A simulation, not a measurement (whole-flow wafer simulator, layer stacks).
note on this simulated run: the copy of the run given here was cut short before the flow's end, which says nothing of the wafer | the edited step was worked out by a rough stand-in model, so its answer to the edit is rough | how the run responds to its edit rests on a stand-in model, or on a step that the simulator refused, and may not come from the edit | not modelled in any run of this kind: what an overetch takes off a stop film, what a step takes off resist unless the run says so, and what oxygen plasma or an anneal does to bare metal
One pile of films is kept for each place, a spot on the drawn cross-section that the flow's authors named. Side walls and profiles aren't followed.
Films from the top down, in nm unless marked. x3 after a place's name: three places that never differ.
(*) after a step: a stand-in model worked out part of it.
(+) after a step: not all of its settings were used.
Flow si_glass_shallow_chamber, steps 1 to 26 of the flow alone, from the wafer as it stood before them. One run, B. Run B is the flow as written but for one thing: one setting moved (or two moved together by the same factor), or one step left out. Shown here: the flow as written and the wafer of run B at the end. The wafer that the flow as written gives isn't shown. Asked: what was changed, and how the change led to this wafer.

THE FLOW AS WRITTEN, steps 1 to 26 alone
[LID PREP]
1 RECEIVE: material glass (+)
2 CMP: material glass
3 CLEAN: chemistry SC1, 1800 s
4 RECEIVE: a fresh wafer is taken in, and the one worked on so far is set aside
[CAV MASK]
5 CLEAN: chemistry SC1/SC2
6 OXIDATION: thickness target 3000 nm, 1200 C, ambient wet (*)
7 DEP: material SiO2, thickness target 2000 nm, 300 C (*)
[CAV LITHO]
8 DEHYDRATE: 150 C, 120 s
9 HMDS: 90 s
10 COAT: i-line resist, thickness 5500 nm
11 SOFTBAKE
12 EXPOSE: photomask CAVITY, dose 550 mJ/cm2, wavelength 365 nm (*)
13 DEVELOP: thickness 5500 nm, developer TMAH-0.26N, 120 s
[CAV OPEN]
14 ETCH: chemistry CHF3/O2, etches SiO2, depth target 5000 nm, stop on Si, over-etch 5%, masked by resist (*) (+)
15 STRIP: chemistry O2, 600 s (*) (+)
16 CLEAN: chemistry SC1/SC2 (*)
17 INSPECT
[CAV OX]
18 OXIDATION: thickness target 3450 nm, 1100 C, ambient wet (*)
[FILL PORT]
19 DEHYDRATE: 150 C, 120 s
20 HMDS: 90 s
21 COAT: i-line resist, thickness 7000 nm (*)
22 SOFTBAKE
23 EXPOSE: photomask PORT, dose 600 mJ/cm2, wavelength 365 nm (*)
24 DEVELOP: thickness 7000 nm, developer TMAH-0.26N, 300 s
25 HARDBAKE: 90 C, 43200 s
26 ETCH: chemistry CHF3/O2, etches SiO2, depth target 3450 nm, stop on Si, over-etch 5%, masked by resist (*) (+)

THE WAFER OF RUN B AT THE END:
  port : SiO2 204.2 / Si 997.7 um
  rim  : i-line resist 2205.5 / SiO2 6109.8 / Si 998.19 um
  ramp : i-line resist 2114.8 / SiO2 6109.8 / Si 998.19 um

The cause: step 14, ETCH: depth target 3250 nm was run, where the flow has depth target 5000 nm.

How the change led to this, step by step:
  14 ETCH: chemistry CHF3/O2, etches SiO2, depth target 5000 nm, stop on Si, over-etch 5%, masked by resist (*) (+)
      cav, port: SiO2 -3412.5 (as written it would be: SiO2 -5000 (all of it), Si -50)
      rim, ramp, septum, ring: i-line resist -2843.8 (as written it would be: i-line resist -4375)
  15 STRIP: chemistry O2, 600 s (*) (+)
      cav, port: nothing (as written it would be: chemical SiO2 +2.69 (new film), Si -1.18)
      rim, ramp, septum, ring: i-line resist -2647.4 (all of it) (as written it would be: i-line resist -1116.2 (all of it))
  18 OXIDATION: thickness target 3450 nm, 1100 C, ambient wet (*)
      cav, port: SiO2 +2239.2, Si -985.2 (as written it would be: SiO2 +3450 (new film), chemical SiO2 -2.69 (all of it), Si -1516.8)
  21 COAT: i-line resist, thickness 7000 nm (*)
      rim: i-line resist +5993 (new film) (as written it would be: i-line resist +5660.1 (new film))
      ramp: i-line resist +5551.6 (new film) (as written it would be: i-line resist +5087.8 (new film))
      (and at 1 more place)
  22 SOFTBAKE
      rim: i-line resist -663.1 (as written it would be: i-line resist -849)
      ramp: i-line resist -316 (as written it would be: i-line resist -434.5)
      (and at 4 more places)
  24 DEVELOP: thickness 7000 nm, developer TMAH-0.26N, 300 s
      port: i-line resist -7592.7 (all of it) (as written it would be: i-line resist -7752.6 (all of it))
  25 HARDBAKE: 90 C, 43200 s
      rim: i-line resist -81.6 (as written it would be: i-line resist -62.5)
      ramp: i-line resist -78 (as written it would be: i-line resist -57.1)
      (and at 1 more place)
  26 ETCH: chemistry CHF3/O2, etches SiO2, depth target 3450 nm, stop on Si, over-etch 5%, masked by resist (*) (+)
      port: SiO2 -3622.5 (as written it would be: SiO2 -3450 (all of it), Si -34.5)
